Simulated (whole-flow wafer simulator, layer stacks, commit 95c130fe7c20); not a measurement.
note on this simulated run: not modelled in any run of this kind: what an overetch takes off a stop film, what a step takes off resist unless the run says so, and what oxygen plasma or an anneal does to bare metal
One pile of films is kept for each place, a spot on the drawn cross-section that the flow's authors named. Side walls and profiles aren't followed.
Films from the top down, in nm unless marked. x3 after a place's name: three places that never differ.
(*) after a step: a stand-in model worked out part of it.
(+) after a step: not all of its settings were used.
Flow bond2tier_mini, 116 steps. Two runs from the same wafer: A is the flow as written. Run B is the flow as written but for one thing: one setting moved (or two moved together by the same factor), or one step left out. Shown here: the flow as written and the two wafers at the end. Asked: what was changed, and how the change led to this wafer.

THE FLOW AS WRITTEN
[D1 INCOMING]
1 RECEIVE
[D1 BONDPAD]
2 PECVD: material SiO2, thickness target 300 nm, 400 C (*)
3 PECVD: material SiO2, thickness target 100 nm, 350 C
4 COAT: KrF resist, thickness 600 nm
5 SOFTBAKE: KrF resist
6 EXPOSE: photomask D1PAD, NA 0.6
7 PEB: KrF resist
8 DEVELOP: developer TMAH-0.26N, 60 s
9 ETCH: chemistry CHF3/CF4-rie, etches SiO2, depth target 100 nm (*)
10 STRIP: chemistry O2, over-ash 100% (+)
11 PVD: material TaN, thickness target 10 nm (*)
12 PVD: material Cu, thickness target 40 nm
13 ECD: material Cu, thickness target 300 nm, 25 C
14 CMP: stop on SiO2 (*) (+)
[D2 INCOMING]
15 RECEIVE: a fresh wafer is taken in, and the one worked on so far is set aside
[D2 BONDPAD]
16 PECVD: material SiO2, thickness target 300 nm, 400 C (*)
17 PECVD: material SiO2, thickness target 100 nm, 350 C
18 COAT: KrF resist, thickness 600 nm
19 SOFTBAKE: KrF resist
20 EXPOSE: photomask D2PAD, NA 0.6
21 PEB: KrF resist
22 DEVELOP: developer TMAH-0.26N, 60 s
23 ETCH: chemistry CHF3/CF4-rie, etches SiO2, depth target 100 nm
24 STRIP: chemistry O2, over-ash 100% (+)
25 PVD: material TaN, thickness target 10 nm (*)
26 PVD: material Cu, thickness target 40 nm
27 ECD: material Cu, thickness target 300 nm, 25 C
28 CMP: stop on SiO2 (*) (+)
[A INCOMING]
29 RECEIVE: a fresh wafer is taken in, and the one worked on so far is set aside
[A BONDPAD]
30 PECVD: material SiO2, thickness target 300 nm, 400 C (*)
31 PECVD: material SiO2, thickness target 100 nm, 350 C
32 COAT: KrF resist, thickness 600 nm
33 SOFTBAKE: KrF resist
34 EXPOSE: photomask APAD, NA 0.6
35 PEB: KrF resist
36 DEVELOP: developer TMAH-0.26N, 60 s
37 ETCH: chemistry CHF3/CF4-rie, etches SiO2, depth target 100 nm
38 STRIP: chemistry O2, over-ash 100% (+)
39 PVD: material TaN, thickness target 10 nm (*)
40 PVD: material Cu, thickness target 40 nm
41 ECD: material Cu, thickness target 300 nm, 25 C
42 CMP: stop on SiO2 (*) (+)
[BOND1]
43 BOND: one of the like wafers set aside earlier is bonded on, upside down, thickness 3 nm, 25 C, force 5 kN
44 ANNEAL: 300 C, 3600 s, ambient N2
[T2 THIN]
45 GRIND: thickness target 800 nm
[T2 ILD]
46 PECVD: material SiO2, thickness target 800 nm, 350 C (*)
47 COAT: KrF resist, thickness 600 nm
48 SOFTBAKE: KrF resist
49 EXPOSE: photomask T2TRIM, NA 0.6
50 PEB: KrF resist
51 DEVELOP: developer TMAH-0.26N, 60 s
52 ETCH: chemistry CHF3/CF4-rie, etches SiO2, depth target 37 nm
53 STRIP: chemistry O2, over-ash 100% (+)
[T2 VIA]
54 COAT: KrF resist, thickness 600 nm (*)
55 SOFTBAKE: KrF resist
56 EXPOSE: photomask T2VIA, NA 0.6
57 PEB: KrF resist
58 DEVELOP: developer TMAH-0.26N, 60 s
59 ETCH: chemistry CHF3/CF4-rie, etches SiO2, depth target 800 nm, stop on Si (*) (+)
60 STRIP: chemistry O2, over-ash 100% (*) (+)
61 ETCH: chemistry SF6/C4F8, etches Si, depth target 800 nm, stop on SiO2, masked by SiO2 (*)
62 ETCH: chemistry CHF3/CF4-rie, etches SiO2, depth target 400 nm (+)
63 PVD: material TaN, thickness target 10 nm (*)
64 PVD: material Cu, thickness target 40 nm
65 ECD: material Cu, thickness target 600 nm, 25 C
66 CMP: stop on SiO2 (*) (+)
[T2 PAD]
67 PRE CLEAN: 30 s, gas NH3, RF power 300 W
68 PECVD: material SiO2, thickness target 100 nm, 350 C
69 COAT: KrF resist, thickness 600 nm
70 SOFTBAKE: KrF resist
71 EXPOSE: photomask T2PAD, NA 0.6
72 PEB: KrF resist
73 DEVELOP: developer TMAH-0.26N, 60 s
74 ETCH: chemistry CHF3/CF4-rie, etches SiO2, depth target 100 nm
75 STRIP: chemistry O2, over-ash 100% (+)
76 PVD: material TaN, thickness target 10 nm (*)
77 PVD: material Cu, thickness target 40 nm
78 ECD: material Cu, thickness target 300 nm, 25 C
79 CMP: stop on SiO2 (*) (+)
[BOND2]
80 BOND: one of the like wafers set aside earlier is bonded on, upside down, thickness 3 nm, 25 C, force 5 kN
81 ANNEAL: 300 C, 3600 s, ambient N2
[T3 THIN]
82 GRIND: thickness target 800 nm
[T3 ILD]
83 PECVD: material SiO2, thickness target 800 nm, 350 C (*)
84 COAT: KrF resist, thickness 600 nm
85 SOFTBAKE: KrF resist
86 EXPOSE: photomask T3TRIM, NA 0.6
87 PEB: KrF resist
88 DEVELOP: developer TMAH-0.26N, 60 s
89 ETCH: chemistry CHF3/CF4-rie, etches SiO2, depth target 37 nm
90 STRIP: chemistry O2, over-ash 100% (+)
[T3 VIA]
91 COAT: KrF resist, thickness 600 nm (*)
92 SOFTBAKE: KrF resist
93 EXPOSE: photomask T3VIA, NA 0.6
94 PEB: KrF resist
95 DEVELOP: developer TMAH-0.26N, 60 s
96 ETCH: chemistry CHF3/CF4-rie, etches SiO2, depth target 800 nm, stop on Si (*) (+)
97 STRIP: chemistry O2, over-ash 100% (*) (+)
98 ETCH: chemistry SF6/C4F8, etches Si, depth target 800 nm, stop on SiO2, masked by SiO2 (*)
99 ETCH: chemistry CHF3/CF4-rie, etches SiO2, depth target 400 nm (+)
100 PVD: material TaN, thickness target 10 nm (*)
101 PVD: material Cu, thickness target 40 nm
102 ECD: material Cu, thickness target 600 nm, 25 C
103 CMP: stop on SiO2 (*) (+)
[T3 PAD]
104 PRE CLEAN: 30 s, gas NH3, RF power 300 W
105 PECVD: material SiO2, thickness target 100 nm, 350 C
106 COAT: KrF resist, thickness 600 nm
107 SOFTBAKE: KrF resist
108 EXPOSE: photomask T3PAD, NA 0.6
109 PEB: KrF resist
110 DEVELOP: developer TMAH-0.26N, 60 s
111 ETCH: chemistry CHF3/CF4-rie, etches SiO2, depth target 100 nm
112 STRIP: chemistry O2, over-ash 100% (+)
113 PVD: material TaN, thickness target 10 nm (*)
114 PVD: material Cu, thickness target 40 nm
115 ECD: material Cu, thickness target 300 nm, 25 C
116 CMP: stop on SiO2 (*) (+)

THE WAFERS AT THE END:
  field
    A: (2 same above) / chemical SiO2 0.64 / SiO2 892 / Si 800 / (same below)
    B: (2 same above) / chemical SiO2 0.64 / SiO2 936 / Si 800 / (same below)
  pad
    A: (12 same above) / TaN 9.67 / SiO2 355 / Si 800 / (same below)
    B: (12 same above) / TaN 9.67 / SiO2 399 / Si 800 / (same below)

The cause: step 62, ETCH: depth target 356 nm was run, where the flow has depth target 400 nm.

How the change led to this, step by step:
  62 ETCH: chemistry CHF3/CF4-rie, etches SiO2, depth target 400 nm (+)
      field, pad: A SiO2 -400 | B SiO2 -356
